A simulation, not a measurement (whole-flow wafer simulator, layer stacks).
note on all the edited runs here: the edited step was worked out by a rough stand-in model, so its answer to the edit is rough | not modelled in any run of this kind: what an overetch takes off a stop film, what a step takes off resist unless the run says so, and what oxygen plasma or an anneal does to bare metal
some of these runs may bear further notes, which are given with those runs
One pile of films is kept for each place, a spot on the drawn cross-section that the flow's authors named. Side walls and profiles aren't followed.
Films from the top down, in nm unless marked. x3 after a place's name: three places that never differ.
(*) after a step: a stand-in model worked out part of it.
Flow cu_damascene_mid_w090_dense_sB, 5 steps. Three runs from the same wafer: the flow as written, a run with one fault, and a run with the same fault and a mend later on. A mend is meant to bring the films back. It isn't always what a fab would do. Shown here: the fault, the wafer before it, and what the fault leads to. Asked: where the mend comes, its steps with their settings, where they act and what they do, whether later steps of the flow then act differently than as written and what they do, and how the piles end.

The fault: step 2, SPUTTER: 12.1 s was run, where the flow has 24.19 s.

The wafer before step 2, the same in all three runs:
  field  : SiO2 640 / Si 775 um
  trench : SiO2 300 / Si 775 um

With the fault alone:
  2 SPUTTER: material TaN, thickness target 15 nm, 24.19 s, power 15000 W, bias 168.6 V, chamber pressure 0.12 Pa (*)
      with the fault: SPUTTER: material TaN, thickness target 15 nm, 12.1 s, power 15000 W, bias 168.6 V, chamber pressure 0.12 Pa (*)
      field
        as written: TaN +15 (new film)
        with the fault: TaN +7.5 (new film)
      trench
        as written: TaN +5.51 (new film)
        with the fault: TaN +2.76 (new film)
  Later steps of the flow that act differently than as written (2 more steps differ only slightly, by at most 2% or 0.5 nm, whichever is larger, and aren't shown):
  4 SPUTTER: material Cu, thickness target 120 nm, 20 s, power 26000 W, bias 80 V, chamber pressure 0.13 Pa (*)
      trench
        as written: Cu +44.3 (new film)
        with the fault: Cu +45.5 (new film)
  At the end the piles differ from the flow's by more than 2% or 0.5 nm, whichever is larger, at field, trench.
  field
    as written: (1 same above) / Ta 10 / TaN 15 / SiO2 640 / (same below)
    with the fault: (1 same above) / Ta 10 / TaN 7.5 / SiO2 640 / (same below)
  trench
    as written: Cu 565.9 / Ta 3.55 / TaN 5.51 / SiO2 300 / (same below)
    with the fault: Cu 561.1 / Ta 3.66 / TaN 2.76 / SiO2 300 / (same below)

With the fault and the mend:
  The mend comes after step 2.
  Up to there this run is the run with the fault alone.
  2a SPUTTER: material TaN, thickness target 15 nm, 12.09 s, power 15000 W, bias 168.6 V, chamber pressure 0.12 Pa (*) (the flow's step 2 once more, with other settings)
      field
        TaN +7.5
      trench
        TaN +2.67
  No later step of the flow acts differently than as written, at any place that is followed, by more than 2% or 0.5 nm, whichever is larger.
  At the end the piles differ from the flow's only slightly at the places that both follow, by at most 2% or 0.5 nm, whichever is larger.
